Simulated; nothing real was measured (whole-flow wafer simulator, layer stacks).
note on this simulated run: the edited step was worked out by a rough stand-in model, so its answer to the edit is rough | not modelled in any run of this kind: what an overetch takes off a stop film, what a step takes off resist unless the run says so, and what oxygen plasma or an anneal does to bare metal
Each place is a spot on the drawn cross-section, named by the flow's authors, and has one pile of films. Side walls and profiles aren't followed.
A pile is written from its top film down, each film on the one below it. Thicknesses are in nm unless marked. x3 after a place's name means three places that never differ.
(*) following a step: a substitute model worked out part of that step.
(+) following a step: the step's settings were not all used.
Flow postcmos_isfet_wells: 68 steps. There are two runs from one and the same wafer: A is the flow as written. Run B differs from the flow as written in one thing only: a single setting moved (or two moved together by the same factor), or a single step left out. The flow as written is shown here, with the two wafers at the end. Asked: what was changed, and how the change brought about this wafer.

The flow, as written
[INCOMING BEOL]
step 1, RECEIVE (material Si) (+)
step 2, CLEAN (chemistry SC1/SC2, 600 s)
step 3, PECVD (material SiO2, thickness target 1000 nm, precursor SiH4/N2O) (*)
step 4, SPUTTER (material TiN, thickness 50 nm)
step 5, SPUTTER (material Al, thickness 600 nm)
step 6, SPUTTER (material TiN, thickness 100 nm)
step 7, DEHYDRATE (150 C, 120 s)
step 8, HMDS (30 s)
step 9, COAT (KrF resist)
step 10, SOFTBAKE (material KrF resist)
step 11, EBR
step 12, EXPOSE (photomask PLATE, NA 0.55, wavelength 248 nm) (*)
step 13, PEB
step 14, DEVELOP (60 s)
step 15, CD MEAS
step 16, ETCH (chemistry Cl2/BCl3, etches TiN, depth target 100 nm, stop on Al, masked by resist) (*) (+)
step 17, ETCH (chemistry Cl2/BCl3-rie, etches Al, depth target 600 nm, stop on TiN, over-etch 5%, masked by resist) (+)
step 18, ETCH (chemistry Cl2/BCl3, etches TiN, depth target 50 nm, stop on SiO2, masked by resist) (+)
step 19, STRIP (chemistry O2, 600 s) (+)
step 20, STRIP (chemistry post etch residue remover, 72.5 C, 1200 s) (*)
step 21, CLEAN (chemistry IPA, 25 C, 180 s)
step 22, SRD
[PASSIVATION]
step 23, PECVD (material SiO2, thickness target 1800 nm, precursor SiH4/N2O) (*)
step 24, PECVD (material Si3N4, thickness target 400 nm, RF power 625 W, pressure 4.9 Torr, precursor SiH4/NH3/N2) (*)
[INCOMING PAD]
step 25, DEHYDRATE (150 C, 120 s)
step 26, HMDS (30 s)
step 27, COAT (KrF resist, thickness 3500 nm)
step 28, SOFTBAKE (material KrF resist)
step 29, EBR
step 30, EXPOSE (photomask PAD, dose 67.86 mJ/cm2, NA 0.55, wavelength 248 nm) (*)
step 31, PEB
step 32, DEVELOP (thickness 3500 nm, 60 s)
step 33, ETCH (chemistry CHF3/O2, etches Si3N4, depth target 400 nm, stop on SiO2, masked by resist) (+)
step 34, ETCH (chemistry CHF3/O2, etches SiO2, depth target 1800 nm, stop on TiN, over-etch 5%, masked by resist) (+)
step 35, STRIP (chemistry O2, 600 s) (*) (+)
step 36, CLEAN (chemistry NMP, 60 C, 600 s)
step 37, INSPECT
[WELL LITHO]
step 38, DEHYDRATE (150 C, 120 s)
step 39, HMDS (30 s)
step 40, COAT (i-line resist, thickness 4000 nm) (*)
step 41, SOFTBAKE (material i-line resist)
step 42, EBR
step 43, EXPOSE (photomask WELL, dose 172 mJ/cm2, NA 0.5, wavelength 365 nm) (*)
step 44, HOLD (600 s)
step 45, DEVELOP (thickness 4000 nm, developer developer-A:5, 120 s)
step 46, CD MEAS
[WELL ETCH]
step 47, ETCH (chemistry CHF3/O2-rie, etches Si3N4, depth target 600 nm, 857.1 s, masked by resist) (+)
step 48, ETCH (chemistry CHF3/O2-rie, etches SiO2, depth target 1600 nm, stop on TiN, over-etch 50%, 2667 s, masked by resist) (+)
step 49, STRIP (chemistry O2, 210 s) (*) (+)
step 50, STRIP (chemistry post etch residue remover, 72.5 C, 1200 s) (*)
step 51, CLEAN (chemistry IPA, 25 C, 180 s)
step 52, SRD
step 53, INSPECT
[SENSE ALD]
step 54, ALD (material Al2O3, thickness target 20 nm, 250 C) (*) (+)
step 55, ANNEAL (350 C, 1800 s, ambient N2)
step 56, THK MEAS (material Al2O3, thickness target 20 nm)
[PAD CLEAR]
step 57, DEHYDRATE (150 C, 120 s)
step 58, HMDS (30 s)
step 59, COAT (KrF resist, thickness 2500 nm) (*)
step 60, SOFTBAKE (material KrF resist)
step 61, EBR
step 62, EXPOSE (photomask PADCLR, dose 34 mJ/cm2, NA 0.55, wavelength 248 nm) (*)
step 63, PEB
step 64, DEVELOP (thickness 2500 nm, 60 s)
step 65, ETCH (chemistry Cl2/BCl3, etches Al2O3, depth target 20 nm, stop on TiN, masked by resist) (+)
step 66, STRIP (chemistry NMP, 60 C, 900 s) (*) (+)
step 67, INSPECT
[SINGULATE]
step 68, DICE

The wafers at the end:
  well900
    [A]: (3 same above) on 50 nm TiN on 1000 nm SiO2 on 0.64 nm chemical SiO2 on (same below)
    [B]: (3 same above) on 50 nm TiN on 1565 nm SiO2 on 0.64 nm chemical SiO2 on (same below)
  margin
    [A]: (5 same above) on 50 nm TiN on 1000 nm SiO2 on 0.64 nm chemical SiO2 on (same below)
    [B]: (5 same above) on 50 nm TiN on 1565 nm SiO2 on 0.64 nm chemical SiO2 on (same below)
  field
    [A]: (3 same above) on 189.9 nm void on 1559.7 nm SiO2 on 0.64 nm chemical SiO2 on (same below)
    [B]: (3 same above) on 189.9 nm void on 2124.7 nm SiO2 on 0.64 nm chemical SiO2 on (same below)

What caused this: step 3, PECVD: thickness target 1565 nm was run, whereas the flow has thickness target 1000 nm.
The wafer itself shows it: well900 has SiO2 1565, and step 3 as written asks for 1000 nm.

Step by step, how the change led to this:
  step 3, PECVD (material SiO2, thickness target 1000 nm, precursor SiH4/N2O) (*)
      field, margin, well900, well1300 x3, pad_rim, pad_clr, pad_open: A +1000 SiO2 (new film) | B +1565 SiO2 (new film)
